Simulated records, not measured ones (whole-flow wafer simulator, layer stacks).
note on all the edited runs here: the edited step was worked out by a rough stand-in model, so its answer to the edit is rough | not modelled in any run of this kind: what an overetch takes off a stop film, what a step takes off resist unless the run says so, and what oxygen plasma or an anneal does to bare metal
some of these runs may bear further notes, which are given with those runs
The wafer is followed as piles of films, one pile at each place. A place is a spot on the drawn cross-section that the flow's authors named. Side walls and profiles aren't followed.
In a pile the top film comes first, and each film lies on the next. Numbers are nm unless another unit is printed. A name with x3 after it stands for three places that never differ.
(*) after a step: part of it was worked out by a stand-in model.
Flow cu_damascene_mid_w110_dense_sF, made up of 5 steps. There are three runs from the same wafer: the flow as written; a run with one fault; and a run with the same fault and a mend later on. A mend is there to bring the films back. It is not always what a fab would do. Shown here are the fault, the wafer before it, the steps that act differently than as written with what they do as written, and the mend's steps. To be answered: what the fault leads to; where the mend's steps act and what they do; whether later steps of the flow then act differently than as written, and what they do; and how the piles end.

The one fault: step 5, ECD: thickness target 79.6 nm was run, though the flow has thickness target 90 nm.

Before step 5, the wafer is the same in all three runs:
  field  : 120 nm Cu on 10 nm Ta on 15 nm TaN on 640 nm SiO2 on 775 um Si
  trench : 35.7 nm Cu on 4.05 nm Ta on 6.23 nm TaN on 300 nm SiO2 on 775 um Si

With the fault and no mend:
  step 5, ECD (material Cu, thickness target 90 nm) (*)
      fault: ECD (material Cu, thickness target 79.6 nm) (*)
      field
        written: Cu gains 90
        fault: Cu gains 79.6
  Later steps of the flow that are run all act as written at every place that is followed.
  At field, the piles at the end differ from the flow's by more than 2% or 0.5 nm, whichever is larger.
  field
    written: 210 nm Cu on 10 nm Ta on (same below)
    fault: 199.6 nm Cu on 10 nm Ta on (same below)

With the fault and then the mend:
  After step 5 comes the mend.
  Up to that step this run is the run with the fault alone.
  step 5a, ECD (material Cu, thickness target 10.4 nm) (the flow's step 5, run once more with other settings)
      field, trench
        Cu gains 10.4
  Later steps of the flow that are run all act as written at every place that is followed.
  By the end, the piles equal the flow's at every place that both follow.
